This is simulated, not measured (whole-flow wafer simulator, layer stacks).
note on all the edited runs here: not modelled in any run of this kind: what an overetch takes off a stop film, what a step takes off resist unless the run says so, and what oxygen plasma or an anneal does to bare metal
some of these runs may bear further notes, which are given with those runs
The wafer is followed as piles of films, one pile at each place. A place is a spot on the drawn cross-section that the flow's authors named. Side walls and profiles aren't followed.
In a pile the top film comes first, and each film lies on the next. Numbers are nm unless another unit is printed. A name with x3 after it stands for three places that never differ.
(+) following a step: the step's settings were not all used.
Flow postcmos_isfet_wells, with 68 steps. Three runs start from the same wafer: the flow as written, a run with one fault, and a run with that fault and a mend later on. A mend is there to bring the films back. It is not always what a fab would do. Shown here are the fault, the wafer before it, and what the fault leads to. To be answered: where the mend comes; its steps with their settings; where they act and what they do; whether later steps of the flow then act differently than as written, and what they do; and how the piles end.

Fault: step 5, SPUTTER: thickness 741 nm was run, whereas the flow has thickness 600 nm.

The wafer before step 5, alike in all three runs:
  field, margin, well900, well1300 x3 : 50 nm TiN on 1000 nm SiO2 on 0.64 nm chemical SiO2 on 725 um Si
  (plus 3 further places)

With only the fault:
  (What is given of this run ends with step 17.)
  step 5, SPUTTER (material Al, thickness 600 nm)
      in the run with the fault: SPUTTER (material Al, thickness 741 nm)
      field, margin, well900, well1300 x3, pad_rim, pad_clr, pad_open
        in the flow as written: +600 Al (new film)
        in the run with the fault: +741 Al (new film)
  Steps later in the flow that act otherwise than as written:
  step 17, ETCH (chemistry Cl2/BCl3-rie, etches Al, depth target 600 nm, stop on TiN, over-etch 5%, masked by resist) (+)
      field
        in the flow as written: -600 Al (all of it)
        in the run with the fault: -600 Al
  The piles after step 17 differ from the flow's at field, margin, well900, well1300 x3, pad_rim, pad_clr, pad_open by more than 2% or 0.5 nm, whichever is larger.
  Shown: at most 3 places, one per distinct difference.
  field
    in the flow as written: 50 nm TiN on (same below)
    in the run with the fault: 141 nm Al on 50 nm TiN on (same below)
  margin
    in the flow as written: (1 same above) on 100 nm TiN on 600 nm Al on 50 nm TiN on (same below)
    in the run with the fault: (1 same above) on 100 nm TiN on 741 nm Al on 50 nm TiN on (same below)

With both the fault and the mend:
  After step 5 comes the mend.
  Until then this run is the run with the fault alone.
  step 5a, ETCH (chemistry al pan, depth target 141 nm)
      field, margin, well900, well1300 x3, pad_rim, pad_clr, pad_open
        -141 Al
  Every later step of the flow that is run acts as written at every place that is followed.
  The piles end the same as the flow's at every place that both follow.
